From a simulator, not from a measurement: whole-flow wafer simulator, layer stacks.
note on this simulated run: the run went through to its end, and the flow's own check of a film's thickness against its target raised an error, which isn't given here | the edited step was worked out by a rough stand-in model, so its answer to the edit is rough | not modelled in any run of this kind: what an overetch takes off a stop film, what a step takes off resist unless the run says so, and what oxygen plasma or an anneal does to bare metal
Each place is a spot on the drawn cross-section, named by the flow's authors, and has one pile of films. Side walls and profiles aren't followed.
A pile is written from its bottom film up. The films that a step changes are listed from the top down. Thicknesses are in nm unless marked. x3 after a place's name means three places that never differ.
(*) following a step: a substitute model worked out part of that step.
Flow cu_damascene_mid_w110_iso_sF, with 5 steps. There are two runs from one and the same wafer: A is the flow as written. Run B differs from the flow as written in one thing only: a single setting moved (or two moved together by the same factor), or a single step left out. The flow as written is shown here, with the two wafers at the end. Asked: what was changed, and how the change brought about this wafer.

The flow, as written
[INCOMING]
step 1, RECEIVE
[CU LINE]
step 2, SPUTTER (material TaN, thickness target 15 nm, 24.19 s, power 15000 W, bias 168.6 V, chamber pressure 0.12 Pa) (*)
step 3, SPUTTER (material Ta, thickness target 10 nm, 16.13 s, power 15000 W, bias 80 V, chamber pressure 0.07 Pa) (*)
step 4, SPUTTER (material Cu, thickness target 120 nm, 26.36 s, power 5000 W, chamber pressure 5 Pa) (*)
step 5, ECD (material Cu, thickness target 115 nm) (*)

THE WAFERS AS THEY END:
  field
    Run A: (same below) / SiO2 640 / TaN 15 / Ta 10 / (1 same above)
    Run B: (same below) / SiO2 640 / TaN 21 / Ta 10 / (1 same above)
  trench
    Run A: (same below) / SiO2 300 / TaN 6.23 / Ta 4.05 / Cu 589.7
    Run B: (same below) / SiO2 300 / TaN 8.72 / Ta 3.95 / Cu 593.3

The reason: step 2, SPUTTER: thickness target 21 nm was run, though the flow has thickness target 15 nm; step 2, SPUTTER: 33.87 s was run, where the flow has 24.19 s.
One can read it off the wafer: field has TaN 21, and step 2 as written asks for 15 nm.

The path from the change to this, step by step:
  step 2, SPUTTER (material TaN, thickness target 15 nm, 24.19 s, power 15000 W, bias 168.6 V, chamber pressure 0.12 Pa) (*)
      field: A +15 TaN (new film) | B +21 TaN (new film)
      trench: A +6.23 TaN (new film) | B +8.72 TaN (new film)
